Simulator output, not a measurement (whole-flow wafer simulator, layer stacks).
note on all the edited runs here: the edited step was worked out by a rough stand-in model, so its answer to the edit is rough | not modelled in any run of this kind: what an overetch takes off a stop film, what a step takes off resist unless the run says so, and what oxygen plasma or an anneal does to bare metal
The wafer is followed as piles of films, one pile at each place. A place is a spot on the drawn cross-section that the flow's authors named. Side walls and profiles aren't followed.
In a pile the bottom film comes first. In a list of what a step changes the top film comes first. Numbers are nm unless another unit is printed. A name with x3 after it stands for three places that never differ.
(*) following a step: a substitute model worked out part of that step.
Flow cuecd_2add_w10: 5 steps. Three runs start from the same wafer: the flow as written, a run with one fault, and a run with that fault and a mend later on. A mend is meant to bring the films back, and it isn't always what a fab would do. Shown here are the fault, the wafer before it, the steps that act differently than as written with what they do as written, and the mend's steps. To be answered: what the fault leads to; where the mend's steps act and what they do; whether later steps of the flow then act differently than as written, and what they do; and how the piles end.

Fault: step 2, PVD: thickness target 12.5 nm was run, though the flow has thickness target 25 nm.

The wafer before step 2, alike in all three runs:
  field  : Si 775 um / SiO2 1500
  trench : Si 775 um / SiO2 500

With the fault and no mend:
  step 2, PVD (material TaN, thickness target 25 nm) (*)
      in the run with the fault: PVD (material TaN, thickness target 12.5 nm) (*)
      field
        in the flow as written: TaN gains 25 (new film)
        in the run with the fault: TaN gains 12.5 (new film)
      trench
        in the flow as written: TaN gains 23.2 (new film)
        in the run with the fault: TaN gains 11.6 (new film)
  Every later step of the flow that is run acts as written at every place that is followed.
  The piles end different from the flow's at field, trench by more than 2% or 0.5 nm, whichever is larger.
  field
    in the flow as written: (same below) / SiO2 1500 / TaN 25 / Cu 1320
    in the run with the fault: (same below) / SiO2 1500 / TaN 12.5 / Cu 1320
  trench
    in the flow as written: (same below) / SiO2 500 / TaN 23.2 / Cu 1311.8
    in the run with the fault: (same below) / SiO2 500 / TaN 11.6 / Cu 1311.8

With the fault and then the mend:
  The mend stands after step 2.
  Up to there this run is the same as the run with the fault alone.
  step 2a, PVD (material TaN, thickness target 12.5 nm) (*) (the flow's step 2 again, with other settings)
      field
        TaN gains 12.5
      trench
        TaN gains 11.6
  Every later step of the flow that is run acts as written at every place that is followed.
  At every place that both follow, the piles at the end match the flow's.
